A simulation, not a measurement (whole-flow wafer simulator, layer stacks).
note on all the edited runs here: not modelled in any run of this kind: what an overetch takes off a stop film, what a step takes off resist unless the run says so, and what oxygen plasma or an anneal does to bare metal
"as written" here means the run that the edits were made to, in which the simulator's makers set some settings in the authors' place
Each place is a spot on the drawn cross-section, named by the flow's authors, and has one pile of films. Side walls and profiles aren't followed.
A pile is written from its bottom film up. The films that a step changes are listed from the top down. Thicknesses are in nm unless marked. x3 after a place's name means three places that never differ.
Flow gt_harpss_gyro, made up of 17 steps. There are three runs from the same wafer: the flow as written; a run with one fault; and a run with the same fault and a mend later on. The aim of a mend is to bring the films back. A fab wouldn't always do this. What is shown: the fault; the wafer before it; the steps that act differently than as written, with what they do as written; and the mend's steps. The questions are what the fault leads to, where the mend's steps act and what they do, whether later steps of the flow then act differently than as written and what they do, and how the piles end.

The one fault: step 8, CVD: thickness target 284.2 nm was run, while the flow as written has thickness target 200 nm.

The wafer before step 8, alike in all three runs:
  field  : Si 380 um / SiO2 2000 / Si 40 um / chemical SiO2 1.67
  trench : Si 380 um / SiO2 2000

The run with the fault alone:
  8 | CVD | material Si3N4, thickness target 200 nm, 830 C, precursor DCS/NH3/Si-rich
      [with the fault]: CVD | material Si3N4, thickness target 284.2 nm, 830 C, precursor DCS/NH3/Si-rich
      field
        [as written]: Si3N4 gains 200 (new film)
        [with the fault]: Si3N4 gains 284.2 (new film)
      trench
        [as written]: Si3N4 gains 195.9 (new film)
        [with the fault]: Si3N4 gains 277.9 (new film)
  None of the later steps of the flow acts differently than as written at any place that is followed.
  The piles end different from the flow's at field, trench by more than 2% or 0.5 nm, whichever is larger.
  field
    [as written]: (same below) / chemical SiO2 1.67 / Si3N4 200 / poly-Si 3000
    [with the fault]: (same below) / chemical SiO2 1.67 / Si3N4 284.2 / poly-Si 3000
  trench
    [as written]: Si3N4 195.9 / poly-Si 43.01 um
    [with the fault]: Si3N4 277.9 / poly-Si 43.01 um

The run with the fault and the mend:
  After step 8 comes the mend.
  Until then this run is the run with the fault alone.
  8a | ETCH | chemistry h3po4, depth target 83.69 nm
      field, trench
        Si3N4 loses 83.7
  None of the later steps of the flow acts differently than as written at any place that is followed.
  The piles end only slightly different from the flow's at the places that both follow, by no more than 2% or 0.5 nm, whichever is larger.
